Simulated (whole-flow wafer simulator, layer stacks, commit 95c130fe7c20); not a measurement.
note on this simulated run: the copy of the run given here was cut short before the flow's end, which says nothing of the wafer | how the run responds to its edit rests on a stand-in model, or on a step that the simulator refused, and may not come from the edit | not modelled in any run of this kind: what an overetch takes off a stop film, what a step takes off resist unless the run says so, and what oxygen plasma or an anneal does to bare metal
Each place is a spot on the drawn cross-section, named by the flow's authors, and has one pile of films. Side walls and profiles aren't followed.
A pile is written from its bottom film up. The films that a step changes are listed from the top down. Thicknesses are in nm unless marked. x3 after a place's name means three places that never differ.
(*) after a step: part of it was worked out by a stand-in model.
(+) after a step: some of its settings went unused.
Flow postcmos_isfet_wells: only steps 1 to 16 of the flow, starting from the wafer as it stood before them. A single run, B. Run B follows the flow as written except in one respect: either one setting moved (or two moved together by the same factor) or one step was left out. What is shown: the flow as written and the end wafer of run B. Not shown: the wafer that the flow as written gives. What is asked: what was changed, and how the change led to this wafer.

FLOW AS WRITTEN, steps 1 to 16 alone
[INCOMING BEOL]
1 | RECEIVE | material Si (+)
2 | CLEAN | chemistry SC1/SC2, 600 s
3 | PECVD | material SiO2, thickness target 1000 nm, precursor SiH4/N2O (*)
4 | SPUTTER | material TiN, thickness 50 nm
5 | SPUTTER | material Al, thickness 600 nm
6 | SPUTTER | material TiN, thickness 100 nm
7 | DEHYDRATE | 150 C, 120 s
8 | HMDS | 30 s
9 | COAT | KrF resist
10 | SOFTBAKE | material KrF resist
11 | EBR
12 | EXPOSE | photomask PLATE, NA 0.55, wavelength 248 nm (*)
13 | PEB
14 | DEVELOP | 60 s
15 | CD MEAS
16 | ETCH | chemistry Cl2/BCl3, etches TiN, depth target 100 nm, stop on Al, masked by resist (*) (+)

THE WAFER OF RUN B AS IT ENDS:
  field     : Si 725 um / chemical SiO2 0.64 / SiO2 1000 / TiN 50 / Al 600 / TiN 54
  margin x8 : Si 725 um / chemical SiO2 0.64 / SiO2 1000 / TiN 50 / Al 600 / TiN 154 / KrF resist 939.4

Cause: step 6, SPUTTER: thickness 154 nm was run, while the flow as written has thickness 100 nm.
One can read it off the wafer: margin x8 has TiN 154, and step 6 as written asks for 100 nm.

How this came from the change, step by step:
  6 | SPUTTER | material TiN, thickness 100 nm
      field, margin x8: +154 TiN (new film) (it would be, as written: +100 TiN (new film))
  16 | ETCH | chemistry Cl2/BCl3, etches TiN, depth target 100 nm, stop on Al, masked by resist (*) (+)
      field: -100 TiN (it would be, as written: -100 TiN (all of it))
